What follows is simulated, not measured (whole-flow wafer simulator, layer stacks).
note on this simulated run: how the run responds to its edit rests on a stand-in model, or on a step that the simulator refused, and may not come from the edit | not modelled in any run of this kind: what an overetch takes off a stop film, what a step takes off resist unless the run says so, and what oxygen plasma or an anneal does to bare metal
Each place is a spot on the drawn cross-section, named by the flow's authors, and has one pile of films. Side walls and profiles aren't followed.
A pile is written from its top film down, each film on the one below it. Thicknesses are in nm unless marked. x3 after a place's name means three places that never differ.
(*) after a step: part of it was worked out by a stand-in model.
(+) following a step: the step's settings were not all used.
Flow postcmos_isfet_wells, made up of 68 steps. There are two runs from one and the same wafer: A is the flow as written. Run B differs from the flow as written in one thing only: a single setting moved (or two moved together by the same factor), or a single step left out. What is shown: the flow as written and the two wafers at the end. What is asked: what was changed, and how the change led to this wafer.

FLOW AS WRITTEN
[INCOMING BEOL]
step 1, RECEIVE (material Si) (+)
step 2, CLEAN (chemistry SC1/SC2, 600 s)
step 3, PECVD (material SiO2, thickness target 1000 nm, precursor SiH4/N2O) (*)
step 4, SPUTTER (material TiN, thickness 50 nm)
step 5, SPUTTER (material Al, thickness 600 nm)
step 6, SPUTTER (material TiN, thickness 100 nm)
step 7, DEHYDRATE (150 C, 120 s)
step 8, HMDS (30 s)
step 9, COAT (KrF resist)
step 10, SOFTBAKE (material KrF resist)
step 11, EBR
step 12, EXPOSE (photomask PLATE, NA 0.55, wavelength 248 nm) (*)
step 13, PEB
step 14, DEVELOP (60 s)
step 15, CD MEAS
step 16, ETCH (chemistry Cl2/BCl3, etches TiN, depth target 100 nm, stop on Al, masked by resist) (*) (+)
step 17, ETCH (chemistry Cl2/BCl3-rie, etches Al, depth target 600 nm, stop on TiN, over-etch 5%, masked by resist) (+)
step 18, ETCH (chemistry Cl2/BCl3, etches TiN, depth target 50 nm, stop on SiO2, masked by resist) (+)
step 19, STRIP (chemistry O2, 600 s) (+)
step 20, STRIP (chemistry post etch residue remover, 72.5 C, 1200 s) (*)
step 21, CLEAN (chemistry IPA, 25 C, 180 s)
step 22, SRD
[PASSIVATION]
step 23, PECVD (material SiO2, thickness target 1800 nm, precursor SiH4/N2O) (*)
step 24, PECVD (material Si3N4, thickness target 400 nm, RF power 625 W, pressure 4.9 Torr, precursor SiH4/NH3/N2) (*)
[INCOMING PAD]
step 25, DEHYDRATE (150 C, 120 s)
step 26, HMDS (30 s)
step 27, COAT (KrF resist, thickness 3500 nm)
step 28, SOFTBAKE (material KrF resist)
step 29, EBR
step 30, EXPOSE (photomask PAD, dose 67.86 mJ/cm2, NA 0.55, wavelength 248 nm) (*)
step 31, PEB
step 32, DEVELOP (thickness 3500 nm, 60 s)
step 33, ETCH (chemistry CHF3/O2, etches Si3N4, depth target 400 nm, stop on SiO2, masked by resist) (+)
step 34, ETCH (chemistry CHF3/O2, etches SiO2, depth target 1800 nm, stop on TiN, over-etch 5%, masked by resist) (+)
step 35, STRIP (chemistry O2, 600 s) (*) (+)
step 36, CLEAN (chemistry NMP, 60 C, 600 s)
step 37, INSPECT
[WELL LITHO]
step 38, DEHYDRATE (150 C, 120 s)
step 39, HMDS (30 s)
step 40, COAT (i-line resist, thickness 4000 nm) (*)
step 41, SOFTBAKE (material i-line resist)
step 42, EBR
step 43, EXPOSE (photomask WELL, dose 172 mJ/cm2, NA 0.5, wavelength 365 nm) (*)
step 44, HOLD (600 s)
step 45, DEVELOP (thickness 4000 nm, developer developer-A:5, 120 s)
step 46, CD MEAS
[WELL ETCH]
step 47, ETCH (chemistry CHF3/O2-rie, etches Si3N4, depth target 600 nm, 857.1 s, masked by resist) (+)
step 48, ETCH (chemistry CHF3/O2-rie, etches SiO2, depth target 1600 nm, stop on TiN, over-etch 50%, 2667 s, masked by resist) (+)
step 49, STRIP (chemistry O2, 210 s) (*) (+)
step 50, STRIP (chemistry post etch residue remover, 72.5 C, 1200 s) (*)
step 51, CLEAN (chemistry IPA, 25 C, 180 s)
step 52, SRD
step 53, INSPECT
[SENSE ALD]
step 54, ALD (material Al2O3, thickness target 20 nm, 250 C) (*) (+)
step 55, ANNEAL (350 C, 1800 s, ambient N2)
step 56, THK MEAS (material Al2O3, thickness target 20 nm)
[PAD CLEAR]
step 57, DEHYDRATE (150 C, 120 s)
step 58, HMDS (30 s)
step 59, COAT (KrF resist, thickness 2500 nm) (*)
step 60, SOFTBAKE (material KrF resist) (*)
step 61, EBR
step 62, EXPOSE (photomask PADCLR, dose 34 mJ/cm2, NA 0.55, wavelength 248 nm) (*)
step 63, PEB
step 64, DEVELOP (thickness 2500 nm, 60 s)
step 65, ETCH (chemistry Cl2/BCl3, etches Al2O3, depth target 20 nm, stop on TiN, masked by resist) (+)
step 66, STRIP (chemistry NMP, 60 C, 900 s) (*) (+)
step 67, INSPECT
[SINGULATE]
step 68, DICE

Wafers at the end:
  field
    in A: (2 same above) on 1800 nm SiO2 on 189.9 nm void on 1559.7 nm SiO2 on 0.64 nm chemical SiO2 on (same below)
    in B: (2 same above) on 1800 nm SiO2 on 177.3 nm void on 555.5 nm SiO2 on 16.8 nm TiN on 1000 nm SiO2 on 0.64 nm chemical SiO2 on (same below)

The reason: step 18, ETCH: depth target 32.81 nm was run, while the flow as written has depth target 50 nm.

How this came from the change, step by step:
  step 18, ETCH (chemistry Cl2/BCl3, etches TiN, depth target 50 nm, stop on SiO2, masked by resist) (+)
      field: A TiN loses 50 (all of it) | B TiN loses 32.8
      margin, well900, well1300 x3, pad_rim, pad_clr, pad_open: A KrF resist loses 20 | B KrF resist loses 13.1
  step 23, PECVD (material SiO2, thickness target 1800 nm, precursor SiH4/N2O) (*)
      field: A SiO2 gains 1800 (new film), void gains 189.9 (new film), SiO2 gains 559.7 | B SiO2 gains 1800 (new film), void gains 177.3 (new film), SiO2 gains 555.5 (new film)
Taking metal films that touch as one body, field has 1 body; the flow as written gives 0 bodies.
